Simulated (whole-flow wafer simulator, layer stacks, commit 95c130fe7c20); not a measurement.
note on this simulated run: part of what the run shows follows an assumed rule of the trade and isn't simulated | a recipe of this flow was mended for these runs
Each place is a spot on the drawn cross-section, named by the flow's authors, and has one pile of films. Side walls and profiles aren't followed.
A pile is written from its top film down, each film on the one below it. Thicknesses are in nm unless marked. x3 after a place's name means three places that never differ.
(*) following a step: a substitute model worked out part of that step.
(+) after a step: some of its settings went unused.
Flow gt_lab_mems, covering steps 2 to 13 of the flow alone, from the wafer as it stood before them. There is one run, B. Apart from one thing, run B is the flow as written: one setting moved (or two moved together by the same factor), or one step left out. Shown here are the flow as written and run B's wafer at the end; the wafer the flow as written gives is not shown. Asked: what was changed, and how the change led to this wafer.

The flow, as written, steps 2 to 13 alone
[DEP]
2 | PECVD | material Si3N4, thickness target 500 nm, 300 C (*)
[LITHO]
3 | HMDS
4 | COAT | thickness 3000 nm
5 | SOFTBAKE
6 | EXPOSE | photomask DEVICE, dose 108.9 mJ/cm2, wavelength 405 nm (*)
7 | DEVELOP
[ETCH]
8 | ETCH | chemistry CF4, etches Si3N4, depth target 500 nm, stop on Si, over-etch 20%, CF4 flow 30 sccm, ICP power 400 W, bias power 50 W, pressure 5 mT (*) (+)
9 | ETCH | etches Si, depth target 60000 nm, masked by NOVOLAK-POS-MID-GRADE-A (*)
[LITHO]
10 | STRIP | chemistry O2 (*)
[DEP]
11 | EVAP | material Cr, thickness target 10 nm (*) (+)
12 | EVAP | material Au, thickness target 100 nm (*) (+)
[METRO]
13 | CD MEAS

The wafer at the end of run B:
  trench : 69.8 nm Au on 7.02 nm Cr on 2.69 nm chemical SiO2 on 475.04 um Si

The reason: step 8, ETCH: depth target 250 nm was run, though the flow has depth target 500 nm.

The path from the change to this, step by step:
  8 | ETCH | chemistry CF4, etches Si3N4, depth target 500 nm, stop on Si, over-etch 20%, CF4 flow 30 sccm, ICP power 400 W, bias power 50 W, pressure 5 mT (*) (+)
      trench: -300 Si3N4 (in the flow as written it would be: -500 Si3N4 (all of it), -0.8 chemical SiO2 (all of it), -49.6 Si)
      field: -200 g/i-line-resist (in the flow as written it would be: -400 g/i-line-resist)
  9 | ETCH | etches Si, depth target 60000 nm, masked by NOVOLAK-POS-MID-GRADE-A (*)
      trench: -200 Si3N4 (all of it), -0.8 chemical SiO2 (all of it), -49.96 um Si (in the flow as written it would be: -59.96 um Si)
  10 | STRIP | chemistry O2 (*)
      field: -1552 g/i-line-resist (all of it) (in the flow as written it would be: -1352 g/i-line-resist (all of it))
  11 | EVAP | material Cr, thickness target 10 nm (*) (+)
      trench: +7.02 Cr (new film) (in the flow as written it would be: +6.45 Cr (new film))
  12 | EVAP | material Au, thickness target 100 nm (*) (+)
      trench: +69.8 Au (new film) (in the flow as written it would be: +64.1 Au (new film))
